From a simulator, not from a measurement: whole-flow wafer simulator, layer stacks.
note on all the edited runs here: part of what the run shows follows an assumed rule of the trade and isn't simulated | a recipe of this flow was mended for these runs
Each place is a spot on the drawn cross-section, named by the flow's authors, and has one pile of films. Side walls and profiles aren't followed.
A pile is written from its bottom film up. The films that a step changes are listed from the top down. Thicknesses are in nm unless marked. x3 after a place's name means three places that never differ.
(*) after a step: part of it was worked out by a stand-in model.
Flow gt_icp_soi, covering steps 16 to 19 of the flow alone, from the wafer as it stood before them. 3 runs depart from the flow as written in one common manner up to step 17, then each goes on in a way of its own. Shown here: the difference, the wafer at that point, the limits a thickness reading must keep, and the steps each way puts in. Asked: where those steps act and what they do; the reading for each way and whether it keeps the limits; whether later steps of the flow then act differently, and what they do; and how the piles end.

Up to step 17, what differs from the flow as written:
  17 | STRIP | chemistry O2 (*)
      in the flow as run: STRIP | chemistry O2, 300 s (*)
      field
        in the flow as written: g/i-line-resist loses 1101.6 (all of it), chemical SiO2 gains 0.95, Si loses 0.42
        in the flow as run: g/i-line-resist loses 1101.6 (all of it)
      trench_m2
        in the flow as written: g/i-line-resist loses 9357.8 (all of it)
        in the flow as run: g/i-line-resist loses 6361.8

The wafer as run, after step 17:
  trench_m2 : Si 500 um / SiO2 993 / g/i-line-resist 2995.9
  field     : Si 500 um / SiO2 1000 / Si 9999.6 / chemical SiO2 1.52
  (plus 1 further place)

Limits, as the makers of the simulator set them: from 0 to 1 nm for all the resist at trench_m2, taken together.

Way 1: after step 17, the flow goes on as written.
  After step 17, the reading is 2995.9 nm, outside the limits.
  Steps later in the flow that act otherwise than as written:
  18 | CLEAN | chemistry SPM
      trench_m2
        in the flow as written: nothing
        going this way: g/i-line-resist loses 2995.9 (all of it)
  At field, the piles at the end differ from the flow's by more than 2% or 0.5 nm, whichever is larger.
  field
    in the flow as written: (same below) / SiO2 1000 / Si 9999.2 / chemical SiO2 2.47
    going this way: (same below) / SiO2 1000 / Si 9999.6 / chemical SiO2 1.52

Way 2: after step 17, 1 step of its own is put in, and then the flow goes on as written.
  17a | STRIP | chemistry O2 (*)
      field
        chemical SiO2 gains 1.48, Si loses 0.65
      trench_m2
        g/i-line-resist loses 2995.9 (all of it)
  After step 17a, the reading is 0 nm, within the limits.
  None of the later steps of the flow acts differently than as written at any place that is followed.
  At field, the piles at the end differ from the flow's by more than 2% or 0.5 nm, whichever is larger.
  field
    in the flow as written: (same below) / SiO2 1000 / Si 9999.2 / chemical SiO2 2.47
    going this way: (same below) / SiO2 1000 / Si 9999 / chemical SiO2 3

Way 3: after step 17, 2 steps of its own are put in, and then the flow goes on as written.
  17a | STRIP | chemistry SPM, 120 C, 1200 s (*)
      trench_m2
        g/i-line-resist loses 2995.9 (all of it)
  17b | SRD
      does not change any film at any place that is followed
  After step 17b, the reading is 0 nm, within the limits.
  None of the later steps of the flow acts differently than as written at any place that is followed.
  At field, the piles at the end differ from the flow's by more than 2% or 0.5 nm, whichever is larger.
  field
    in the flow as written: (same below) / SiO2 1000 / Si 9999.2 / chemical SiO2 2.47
    going this way: (same below) / SiO2 1000 / Si 9999.6 / chemical SiO2 1.52

Keeping within the limits: way 2, way 3. Outside them: way 1.
